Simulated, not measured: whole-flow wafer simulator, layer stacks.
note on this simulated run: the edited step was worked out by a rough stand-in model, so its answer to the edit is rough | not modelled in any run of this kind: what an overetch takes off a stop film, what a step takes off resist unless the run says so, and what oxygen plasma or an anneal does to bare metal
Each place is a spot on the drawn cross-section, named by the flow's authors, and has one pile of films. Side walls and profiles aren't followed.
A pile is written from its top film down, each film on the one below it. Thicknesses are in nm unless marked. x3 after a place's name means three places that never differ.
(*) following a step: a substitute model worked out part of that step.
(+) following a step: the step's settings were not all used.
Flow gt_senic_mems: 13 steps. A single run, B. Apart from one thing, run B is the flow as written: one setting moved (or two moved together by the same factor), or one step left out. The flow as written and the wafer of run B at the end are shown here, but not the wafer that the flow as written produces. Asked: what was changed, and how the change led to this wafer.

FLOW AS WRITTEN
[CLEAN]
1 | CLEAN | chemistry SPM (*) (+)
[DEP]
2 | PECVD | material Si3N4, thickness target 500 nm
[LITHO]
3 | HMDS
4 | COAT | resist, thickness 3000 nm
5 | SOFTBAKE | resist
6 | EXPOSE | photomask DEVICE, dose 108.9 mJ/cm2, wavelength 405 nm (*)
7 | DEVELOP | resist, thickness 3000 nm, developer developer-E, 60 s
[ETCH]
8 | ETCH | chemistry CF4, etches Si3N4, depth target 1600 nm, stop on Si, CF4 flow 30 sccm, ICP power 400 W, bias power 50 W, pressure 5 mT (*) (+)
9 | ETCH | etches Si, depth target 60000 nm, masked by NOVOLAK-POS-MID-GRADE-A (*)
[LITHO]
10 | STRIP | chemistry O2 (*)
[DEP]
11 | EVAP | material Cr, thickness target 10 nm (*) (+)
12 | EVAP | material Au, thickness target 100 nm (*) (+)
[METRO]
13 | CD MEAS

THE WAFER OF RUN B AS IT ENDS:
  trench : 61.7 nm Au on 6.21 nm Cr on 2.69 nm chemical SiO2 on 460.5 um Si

Cause: step 9, ETCH: depth target 64500 nm was run, while the flow as written has depth target 60000 nm.

The path from the change to this, step by step:
  9 | ETCH | etches Si, depth target 60000 nm, masked by NOVOLAK-POS-MID-GRADE-A (*)
      field: -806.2 resist (in the flow as written it would be: -750 resist)
      trench: -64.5 um Si (in the flow as written it would be: -60 um Si)
  10 | STRIP | chemistry O2 (*)
      field: -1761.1 resist (all of it) (in the flow as written it would be: -1817.3 resist (all of it))
  12 | EVAP | material Au, thickness target 100 nm (*) (+)
      trench: +61.7 Au (new film) (in the flow as written it would be: +64.1 Au (new film))
